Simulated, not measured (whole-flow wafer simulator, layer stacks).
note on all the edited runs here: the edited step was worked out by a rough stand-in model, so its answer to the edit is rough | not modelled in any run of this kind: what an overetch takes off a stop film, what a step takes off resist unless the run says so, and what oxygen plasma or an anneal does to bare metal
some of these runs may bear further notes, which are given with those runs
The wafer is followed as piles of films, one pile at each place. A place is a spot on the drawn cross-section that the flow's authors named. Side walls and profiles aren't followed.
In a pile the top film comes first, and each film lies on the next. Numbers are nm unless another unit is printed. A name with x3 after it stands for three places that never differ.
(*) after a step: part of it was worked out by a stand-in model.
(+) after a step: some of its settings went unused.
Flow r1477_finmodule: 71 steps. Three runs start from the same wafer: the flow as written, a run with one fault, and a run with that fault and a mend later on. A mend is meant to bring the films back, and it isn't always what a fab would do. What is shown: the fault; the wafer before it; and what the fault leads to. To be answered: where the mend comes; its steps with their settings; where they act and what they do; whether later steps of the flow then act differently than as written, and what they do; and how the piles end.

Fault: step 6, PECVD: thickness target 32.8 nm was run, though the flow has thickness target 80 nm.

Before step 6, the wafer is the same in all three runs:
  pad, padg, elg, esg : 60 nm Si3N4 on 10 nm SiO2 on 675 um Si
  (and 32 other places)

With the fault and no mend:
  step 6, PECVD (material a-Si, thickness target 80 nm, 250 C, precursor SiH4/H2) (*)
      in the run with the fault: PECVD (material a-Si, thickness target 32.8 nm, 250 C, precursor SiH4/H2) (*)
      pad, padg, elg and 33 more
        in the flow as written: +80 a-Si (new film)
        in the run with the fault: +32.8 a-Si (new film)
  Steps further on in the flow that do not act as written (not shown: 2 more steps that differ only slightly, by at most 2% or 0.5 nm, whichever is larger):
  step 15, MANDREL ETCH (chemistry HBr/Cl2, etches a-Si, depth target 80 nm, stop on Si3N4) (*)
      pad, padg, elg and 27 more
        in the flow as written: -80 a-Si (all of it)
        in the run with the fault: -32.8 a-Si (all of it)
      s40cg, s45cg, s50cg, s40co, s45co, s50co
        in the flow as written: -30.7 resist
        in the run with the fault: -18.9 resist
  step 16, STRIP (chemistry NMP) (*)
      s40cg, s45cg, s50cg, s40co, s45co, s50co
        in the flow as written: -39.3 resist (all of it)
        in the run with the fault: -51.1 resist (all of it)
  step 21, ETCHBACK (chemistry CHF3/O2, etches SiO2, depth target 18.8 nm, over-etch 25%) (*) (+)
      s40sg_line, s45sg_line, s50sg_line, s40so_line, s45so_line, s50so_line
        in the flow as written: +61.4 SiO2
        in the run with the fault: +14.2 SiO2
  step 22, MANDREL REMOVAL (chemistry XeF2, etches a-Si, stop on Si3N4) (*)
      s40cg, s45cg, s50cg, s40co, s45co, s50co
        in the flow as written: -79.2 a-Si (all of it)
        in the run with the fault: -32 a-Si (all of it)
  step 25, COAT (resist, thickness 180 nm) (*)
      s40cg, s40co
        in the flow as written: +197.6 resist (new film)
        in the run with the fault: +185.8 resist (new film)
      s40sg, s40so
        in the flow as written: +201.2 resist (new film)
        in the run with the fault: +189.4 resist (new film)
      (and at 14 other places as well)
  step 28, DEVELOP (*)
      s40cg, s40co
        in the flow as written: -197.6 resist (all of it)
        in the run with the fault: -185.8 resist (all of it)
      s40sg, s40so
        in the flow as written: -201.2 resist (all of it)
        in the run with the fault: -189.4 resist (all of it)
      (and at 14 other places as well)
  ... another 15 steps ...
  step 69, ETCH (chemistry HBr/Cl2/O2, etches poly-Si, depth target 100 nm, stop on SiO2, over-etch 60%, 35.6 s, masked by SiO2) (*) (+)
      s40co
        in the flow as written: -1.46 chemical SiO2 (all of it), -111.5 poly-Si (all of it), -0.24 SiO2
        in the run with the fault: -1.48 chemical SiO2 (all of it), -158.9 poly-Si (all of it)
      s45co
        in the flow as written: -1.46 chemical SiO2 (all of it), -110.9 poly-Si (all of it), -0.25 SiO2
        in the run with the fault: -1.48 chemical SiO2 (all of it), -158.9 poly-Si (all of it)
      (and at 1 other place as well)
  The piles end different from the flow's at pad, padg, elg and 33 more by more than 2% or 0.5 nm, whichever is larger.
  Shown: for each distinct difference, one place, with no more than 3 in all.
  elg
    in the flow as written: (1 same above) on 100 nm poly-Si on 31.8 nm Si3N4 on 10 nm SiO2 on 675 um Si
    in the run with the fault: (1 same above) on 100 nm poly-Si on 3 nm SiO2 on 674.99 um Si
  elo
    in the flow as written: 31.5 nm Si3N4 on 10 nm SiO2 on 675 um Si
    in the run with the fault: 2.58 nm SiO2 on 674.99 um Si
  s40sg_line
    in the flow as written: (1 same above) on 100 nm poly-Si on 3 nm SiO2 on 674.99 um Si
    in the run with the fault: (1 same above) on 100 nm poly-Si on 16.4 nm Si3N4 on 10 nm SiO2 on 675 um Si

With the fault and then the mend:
  The mend stands after step 7.
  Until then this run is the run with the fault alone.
  step 7a, PECVD (material a-Si, thickness target 47.2 nm, 250 C, precursor SiH4/H2) (*) (the flow's step 6, run once more with other settings)
      pad, padg, elg and 33 more
        +47.2 a-Si
  Later steps of the flow that are run all act as written at every place that is followed.
  At every place that both follow, the piles at the end match the flow's.
